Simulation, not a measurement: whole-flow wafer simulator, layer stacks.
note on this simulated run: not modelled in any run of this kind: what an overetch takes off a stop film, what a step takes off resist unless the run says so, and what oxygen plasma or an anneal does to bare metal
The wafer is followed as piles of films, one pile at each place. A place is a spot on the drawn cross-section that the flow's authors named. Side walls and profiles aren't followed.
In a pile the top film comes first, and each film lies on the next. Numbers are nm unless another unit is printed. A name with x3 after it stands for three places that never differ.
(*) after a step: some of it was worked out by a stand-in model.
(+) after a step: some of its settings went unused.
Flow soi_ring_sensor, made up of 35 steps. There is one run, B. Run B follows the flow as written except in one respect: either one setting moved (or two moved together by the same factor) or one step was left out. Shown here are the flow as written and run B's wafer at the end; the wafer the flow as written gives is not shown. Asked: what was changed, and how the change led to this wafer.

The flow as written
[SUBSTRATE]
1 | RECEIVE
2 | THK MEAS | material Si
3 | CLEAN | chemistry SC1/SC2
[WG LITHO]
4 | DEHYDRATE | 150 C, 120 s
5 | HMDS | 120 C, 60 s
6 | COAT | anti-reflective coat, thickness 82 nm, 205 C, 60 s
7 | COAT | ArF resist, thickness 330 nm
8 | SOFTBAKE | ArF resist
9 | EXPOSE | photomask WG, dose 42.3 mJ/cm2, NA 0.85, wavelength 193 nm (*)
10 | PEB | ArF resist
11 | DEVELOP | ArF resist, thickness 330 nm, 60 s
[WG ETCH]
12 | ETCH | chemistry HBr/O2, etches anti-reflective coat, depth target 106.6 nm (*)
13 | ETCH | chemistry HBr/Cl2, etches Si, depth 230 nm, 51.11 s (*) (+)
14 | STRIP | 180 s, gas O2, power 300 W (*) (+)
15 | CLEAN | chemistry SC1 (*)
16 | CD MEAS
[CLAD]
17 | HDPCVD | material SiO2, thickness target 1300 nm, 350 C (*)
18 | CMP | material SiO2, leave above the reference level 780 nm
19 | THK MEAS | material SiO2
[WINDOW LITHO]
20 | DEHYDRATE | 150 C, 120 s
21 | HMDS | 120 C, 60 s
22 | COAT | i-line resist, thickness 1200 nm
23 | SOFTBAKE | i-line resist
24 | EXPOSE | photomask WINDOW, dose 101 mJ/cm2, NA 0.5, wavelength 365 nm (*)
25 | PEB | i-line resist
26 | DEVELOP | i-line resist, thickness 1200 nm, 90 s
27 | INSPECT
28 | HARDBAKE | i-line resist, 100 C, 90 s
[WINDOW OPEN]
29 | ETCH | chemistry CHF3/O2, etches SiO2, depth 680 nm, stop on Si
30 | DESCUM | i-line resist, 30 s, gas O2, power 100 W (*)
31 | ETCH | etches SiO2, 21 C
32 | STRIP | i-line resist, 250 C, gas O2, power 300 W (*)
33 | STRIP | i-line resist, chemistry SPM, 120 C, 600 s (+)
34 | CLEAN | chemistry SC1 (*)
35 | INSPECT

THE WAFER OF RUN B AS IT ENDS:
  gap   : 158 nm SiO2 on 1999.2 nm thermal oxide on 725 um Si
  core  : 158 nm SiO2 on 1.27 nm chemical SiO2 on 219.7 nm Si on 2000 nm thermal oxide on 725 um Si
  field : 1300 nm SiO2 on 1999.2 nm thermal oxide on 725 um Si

Cause: step 18, CMP: material SiO2, leave above the reference level 780 nm, was not run.

The path from the change to this, step by step:
  22 | COAT | i-line resist, thickness 1200 nm
      core, core_clad: i-line resist gains 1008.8 (new film) (it would be, as written: i-line resist gains 1200 (new film))
      gap, gap_clad: i-line resist gains 1232.8 (new film) (it would be, as written: i-line resist gains 1200 (new film))
  23 | SOFTBAKE | i-line resist
      core, core_clad: i-line resist loses 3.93 (it would be, as written: nothing)
      gap, gap_clad: i-line resist loses 4.86 (it would be, as written: nothing)
      (also at 1 further place)
  25 | PEB | i-line resist
      core, core_clad: i-line resist loses 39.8 (it would be, as written: i-line resist loses 48)
      gap, gap_clad: i-line resist loses 49.1 (it would be, as written: i-line resist loses 48)
  26 | DEVELOP | i-line resist, thickness 1200 nm, 90 s
      core: i-line resist loses 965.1 (all of it) (it would be, as written: i-line resist loses 1152 (all of it))
      gap: i-line resist loses 1178.9 (all of it) (it would be, as written: i-line resist loses 1152 (all of it))
  31 | ETCH | etches SiO2, 21 C
      gap, window: SiO2 loses 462 (it would be, as written: SiO2 loses 321.8 (all of it))
      core: SiO2 loses 462 (it would be, as written: SiO2 loses 100 (all of it), chemical SiO2 loses 1.27 (all of it))
  32 | STRIP | i-line resist, 250 C, gas O2, power 300 W (*)
      core: nothing (it would be, as written: chemical SiO2 gains 1.23 (new film), Si loses 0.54)
      core_clad: i-line resist loses 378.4 (all of it) (it would be, as written: i-line resist loses 565 (all of it))
      (also at 1 further place)
